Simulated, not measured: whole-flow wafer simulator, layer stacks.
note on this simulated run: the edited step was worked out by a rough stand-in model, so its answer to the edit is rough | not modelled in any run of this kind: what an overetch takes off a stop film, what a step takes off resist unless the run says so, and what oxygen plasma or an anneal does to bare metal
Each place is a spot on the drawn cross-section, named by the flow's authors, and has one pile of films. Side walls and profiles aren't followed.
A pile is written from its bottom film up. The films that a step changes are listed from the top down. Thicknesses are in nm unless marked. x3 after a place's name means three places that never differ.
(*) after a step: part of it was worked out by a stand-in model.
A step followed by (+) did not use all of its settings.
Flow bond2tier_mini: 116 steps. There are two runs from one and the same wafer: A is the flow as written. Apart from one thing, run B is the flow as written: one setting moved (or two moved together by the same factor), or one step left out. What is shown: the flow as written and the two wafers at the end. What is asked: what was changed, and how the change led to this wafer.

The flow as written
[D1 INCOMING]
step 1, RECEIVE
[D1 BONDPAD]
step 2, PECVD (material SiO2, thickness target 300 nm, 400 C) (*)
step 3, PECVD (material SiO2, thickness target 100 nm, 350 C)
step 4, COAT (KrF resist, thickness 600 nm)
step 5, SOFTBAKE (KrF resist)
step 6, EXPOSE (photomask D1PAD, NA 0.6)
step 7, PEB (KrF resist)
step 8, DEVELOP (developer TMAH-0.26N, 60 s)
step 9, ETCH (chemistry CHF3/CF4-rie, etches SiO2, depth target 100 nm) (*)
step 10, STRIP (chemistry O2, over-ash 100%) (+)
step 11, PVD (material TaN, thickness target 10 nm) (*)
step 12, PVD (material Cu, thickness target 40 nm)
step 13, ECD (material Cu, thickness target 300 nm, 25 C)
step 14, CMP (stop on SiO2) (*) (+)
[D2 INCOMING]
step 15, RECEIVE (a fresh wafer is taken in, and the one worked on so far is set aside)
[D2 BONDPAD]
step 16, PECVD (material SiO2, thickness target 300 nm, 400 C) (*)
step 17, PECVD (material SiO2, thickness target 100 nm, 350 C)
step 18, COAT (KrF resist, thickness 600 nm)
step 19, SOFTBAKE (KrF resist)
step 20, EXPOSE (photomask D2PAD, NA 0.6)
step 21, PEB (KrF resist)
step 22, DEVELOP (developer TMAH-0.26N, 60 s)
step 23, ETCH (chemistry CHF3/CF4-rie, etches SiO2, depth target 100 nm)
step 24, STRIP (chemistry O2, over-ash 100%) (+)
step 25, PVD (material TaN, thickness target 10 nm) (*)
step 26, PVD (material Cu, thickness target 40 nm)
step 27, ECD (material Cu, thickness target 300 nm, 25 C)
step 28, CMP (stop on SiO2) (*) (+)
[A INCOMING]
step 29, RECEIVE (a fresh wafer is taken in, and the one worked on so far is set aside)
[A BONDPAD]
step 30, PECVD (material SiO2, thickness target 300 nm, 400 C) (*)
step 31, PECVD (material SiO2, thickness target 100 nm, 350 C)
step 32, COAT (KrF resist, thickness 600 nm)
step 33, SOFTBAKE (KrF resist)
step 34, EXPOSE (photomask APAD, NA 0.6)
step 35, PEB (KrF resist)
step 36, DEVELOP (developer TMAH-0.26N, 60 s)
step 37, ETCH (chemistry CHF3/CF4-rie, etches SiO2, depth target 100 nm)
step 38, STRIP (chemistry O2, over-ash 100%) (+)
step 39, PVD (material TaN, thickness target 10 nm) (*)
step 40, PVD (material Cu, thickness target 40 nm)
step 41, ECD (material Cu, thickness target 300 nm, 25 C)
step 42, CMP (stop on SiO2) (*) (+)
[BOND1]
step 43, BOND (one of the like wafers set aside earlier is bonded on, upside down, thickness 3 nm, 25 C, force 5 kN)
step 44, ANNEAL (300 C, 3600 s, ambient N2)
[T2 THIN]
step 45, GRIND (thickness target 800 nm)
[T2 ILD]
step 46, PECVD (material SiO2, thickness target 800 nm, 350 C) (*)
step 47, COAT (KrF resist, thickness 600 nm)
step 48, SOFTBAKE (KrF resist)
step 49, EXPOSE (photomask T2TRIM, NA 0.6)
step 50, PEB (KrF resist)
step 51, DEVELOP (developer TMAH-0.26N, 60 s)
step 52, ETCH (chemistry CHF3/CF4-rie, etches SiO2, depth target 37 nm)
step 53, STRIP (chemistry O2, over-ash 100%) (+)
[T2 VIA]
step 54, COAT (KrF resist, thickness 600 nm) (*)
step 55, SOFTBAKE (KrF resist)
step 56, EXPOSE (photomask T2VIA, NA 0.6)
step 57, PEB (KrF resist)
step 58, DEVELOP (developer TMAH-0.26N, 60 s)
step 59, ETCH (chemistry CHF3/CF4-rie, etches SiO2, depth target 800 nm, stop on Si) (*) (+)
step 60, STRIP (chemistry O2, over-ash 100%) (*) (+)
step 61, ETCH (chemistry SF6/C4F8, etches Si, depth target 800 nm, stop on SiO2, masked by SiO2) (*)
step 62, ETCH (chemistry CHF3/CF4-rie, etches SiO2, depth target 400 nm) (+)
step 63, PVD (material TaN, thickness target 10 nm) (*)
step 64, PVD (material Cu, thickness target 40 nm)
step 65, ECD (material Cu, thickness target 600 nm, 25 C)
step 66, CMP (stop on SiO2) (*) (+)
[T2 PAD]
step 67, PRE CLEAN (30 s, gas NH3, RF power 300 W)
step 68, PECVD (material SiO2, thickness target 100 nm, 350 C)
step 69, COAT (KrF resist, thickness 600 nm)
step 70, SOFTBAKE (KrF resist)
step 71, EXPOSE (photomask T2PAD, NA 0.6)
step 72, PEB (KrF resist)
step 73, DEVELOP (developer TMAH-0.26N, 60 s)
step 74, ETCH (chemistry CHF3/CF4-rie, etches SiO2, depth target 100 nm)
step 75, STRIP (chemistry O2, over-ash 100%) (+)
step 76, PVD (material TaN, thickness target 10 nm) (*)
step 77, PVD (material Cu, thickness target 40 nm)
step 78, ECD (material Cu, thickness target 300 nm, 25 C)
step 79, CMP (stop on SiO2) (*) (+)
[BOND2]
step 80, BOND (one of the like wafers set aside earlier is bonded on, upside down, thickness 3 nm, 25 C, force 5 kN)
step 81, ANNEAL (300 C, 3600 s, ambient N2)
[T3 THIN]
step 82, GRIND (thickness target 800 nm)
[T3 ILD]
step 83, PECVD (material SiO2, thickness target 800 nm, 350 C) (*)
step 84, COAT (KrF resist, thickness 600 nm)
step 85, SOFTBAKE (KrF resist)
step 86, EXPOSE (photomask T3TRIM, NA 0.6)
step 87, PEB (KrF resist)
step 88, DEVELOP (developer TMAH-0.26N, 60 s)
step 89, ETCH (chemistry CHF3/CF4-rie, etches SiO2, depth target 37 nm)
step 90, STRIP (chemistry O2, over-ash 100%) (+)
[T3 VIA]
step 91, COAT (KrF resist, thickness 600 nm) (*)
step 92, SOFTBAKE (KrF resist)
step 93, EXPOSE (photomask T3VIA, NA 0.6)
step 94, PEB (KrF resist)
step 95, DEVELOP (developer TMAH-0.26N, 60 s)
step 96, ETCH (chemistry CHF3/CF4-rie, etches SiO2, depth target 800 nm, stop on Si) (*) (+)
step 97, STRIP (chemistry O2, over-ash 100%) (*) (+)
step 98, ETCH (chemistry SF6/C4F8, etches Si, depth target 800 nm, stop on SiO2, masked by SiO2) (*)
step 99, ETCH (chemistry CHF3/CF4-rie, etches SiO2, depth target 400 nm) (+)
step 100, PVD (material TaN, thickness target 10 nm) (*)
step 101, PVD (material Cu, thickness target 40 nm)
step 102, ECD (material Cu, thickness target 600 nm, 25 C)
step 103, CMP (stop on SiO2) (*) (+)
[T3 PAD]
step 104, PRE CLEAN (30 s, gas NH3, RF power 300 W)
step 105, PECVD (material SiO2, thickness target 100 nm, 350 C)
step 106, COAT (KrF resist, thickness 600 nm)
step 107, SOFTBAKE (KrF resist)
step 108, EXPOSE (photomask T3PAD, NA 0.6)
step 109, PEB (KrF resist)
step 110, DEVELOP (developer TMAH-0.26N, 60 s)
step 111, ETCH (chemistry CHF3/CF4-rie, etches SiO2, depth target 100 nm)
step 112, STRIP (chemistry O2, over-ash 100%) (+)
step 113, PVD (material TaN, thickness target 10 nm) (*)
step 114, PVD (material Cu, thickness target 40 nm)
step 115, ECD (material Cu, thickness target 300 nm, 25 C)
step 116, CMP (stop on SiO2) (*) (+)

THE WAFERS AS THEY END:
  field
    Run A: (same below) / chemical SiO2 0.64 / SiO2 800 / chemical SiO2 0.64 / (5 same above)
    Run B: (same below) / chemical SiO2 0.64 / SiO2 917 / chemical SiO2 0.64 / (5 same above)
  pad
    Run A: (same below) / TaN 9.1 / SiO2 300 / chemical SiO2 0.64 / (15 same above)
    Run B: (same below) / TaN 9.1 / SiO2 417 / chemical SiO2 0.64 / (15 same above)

The reason: step 2, PECVD: thickness target 417 nm was run, though the flow has thickness target 300 nm.
The wafer itself shows it: pad has SiO2 417, and step 2 as written asks for 300 nm.

Step by step, how the change led to this:
  step 2, PECVD (material SiO2, thickness target 300 nm, 400 C) (*)
      field, pad, via: A SiO2 gains 300 (new film) | B SiO2 gains 417 (new film)
  step 43, BOND (one of the like wafers set aside earlier is bonded on, upside down, thickness 3 nm, 25 C, force 5 kN)
      field: A Si gains 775 um (new film), chemical SiO2 gains 0.64 (new film), SiO2 gains 400 | B Si gains 775 um (new film), chemical SiO2 gains 0.64 (new film), SiO2 gains 517
      pad: A Si gains 775 um (new film), chemical SiO2 gains 0.64 (new film), SiO2 gains 300 (new film), TaN gains 9.1 (new film), Cu gains 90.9 | B Si gains 775 um (new film), chemical SiO2 gains 0.64 (new film), SiO2 gains 417 (new film), TaN gains 9.1 (new film), Cu gains 90.9
      (also at 1 further place)
